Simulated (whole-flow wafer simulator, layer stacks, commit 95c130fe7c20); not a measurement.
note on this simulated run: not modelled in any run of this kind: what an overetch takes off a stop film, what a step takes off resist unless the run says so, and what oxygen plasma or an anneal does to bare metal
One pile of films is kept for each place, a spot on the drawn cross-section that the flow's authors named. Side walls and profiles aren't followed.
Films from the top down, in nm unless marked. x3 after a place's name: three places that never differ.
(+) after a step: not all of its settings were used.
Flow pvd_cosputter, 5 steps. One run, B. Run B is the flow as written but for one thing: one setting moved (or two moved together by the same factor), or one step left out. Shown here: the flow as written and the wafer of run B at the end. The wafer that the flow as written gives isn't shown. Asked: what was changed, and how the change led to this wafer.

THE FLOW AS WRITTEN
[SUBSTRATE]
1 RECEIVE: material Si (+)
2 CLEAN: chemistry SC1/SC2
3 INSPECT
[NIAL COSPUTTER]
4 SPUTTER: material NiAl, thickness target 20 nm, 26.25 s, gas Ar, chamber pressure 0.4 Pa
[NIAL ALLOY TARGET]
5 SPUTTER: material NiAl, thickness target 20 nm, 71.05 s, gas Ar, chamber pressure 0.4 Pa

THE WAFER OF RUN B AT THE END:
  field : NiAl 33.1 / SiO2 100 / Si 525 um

The cause: step 4, SPUTTER: thickness target 13.08 nm was run, where the flow has thickness target 20 nm; step 4, SPUTTER: 17.17 s was run, where the flow has 26.25 s.

How the change led to this, step by step:
  4 SPUTTER: material NiAl, thickness target 20 nm, 26.25 s, gas Ar, chamber pressure 0.4 Pa
      field: NiAl +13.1 (new film) (as written it would be: NiAl +20 (new film))
